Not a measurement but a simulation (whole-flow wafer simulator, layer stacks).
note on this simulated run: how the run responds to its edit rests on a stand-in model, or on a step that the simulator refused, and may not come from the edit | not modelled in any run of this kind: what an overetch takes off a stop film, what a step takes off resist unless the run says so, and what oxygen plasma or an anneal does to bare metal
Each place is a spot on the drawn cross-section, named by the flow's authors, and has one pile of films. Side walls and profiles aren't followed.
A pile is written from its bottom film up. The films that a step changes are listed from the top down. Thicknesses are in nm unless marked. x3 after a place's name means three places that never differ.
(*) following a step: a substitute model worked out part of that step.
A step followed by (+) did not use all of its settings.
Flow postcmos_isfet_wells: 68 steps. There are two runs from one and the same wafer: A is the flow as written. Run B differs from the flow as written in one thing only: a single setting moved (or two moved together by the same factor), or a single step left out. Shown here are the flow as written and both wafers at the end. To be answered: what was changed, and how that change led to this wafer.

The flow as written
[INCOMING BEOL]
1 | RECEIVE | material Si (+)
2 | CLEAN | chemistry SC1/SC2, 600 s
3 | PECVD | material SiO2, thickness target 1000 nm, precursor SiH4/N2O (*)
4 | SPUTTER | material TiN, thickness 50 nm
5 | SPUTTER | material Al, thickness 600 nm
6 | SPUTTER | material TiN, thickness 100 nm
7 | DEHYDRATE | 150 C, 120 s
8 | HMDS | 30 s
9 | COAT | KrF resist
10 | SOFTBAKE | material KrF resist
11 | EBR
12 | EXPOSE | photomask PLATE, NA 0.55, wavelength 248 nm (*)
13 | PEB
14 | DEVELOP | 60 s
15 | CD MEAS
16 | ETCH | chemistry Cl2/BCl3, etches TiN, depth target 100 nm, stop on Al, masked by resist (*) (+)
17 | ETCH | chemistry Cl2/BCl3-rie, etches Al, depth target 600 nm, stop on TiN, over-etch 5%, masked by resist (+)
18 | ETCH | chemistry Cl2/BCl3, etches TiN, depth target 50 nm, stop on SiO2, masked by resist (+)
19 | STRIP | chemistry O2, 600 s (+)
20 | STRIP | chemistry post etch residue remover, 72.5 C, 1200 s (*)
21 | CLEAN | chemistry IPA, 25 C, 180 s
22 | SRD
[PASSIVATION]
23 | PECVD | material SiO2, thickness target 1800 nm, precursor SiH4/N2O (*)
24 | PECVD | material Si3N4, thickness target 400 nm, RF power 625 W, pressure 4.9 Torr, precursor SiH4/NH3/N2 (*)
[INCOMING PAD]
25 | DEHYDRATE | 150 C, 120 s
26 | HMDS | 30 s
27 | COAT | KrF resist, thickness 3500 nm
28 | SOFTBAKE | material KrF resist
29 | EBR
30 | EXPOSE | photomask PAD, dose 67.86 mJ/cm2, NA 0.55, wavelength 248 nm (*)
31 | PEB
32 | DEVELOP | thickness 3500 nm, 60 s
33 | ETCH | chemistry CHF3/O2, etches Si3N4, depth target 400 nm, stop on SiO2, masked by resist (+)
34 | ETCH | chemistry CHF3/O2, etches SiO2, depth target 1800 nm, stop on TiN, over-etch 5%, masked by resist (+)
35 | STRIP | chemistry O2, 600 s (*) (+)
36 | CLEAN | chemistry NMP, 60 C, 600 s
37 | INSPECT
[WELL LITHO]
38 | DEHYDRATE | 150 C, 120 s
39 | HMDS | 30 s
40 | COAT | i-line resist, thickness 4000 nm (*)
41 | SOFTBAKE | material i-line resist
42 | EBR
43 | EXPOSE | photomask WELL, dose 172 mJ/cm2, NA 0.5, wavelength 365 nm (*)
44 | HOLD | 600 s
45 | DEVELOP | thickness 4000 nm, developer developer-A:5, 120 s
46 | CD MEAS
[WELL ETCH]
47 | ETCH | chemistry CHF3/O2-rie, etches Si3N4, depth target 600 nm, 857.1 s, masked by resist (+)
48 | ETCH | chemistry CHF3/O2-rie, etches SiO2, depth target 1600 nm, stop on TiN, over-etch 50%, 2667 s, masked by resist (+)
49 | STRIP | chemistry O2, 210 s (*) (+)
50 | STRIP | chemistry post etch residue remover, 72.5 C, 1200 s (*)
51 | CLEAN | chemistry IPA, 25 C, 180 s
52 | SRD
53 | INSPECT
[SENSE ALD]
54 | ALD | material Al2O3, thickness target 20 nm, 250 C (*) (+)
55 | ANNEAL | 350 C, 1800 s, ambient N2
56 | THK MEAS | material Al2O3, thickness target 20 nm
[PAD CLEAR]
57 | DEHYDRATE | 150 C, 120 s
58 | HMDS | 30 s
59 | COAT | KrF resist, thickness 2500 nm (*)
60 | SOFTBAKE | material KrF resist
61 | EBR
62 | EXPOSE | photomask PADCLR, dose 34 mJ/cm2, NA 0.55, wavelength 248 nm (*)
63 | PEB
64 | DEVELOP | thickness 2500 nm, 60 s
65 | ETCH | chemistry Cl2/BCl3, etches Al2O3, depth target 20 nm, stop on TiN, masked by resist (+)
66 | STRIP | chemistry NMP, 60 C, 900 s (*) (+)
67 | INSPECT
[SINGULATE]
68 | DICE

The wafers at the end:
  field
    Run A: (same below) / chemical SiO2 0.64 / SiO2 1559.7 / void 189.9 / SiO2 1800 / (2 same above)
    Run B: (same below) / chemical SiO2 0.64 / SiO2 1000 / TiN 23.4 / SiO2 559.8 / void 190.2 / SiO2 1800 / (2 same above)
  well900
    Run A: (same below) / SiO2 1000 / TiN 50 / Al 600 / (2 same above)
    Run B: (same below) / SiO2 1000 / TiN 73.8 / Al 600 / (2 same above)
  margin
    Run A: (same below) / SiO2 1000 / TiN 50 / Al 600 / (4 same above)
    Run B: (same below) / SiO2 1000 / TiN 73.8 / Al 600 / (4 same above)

The reason: step 4, SPUTTER: thickness 73.8 nm was run, while the flow as written has thickness 50 nm.
One can read it off the wafer: well900 has TiN 73.8, and step 4 as written asks for 50 nm.

Step by step, how the change led to this:
  4 | SPUTTER | material TiN, thickness 50 nm
      field, margin, well900, well1300 x3, pad_rim, pad_clr, pad_open: A +50 TiN (new film) | B +73.8 TiN (new film)
  18 | ETCH | chemistry Cl2/BCl3, etches TiN, depth target 50 nm, stop on SiO2, masked by resist (+)
      field: A -50 TiN (all of it) | B -50 TiN
  23 | PECVD | material SiO2, thickness target 1800 nm, precursor SiH4/N2O (*)
      field: A +1800 SiO2 (new film), +189.9 void (new film), +559.7 SiO2 | B +1800 SiO2 (new film), +190.2 void (new film), +559.8 SiO2 (new film)
If metal films that touch count as one body, field has 1 body; the flow as written gives 0 bodies.
